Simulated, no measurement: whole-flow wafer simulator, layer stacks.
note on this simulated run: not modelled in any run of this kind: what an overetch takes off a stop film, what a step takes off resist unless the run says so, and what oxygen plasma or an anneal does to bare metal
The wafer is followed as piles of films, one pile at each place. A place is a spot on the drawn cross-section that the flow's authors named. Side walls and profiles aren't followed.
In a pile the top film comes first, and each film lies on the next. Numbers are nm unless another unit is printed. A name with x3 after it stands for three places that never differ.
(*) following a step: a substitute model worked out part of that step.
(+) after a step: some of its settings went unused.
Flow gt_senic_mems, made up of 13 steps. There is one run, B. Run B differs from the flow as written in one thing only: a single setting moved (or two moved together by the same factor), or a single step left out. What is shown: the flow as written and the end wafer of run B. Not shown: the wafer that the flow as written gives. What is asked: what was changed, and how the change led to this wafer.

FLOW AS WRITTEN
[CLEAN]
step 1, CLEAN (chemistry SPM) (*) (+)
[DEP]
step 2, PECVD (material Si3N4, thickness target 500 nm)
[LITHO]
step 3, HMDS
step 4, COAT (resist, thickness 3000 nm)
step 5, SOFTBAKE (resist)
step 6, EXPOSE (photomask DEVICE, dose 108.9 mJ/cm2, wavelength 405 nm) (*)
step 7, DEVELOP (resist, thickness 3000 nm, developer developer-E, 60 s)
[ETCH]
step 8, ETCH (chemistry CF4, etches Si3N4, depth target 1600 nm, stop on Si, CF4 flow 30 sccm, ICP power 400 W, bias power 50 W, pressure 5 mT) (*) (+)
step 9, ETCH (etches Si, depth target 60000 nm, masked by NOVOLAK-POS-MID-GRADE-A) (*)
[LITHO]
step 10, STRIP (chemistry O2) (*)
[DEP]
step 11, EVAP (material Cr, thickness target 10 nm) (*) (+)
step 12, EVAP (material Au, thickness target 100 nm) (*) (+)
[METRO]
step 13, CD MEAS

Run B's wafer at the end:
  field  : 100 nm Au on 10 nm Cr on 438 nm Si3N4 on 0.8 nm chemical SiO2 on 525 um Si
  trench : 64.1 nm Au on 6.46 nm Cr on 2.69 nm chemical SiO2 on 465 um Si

Cause: step 2, PECVD: thickness target 438 nm was run, though the flow has thickness target 500 nm.
The wafer lets one read it off: field has Si3N4 438, and step 2 as written asks for 500 nm.

The path from the change to this, step by step:
  step 2, PECVD (material Si3N4, thickness target 500 nm)
      field, trench: +438 Si3N4 (new film) (as written it would have been: +500 Si3N4 (new film))
  step 8, ETCH (chemistry CF4, etches Si3N4, depth target 1600 nm, stop on Si, CF4 flow 30 sccm, ICP power 400 W, bias power 50 W, pressure 5 mT) (*) (+)
      field: -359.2 resist (as written it would have been: -400.5 resist)
      trench: -438 Si3N4 (all of it), -0.8 chemical SiO2 (all of it) (as written it would have been: -500 Si3N4 (all of it), -0.8 chemical SiO2 (all of it))
  step 10, STRIP (chemistry O2) (*)
      field: -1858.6 resist (all of it) (as written it would have been: -1817.3 resist (all of it))
